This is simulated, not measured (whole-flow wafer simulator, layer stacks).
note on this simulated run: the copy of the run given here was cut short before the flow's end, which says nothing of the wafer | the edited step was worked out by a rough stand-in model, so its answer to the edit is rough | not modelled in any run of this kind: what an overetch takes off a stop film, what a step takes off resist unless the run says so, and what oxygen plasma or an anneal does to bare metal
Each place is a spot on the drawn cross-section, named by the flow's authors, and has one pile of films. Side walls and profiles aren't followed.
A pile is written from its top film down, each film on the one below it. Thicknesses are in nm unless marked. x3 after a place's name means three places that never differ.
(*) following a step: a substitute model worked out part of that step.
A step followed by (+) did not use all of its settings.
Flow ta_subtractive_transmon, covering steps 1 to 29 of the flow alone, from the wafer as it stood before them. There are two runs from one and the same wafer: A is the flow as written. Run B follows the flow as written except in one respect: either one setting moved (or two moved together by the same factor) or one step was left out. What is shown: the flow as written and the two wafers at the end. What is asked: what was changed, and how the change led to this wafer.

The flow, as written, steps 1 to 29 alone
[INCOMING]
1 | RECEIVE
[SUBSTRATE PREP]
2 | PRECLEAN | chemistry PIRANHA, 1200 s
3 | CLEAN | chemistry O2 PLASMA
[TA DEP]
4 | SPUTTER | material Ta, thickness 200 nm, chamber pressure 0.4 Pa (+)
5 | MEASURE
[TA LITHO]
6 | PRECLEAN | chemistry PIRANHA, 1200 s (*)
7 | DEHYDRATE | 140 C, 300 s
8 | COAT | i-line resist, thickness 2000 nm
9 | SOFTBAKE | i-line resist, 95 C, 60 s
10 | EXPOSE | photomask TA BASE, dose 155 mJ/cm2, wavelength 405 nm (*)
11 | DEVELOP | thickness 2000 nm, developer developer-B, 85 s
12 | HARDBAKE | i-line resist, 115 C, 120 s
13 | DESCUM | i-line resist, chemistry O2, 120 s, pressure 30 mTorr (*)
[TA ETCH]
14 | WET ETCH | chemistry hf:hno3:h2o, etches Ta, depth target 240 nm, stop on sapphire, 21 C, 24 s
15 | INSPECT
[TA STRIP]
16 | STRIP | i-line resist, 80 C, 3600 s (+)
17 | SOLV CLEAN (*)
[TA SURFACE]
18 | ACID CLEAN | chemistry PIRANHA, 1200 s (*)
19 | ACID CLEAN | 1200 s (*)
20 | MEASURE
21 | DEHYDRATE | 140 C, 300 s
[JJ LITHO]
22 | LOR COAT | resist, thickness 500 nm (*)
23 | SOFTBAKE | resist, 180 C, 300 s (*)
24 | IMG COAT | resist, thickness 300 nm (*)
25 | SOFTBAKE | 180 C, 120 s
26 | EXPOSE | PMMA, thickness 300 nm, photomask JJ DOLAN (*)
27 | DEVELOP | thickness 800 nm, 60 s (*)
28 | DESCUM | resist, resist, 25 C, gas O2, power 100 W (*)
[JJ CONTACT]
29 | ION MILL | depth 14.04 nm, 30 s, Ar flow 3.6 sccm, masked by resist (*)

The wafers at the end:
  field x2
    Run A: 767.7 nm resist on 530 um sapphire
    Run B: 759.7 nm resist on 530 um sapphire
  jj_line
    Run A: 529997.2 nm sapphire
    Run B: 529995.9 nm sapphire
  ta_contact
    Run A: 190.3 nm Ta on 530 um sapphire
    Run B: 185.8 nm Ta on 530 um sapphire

The reason: step 29, ION MILL: depth 20.7 nm was run, while the flow as written has depth 14.04 nm; step 29, ION MILL: 44.2 s was run, where the flow has 30 s.

The path from the change to this, step by step:
  29 | ION MILL | depth 14.04 nm, 30 s, Ar flow 3.6 sccm, masked by resist (*)
      field x2, ta_pad: A -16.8 resist | B -24.7 resist
      jj_line, lead: A -2.8 sapphire | B -4.12 sapphire
      (as well as at 1 more place)
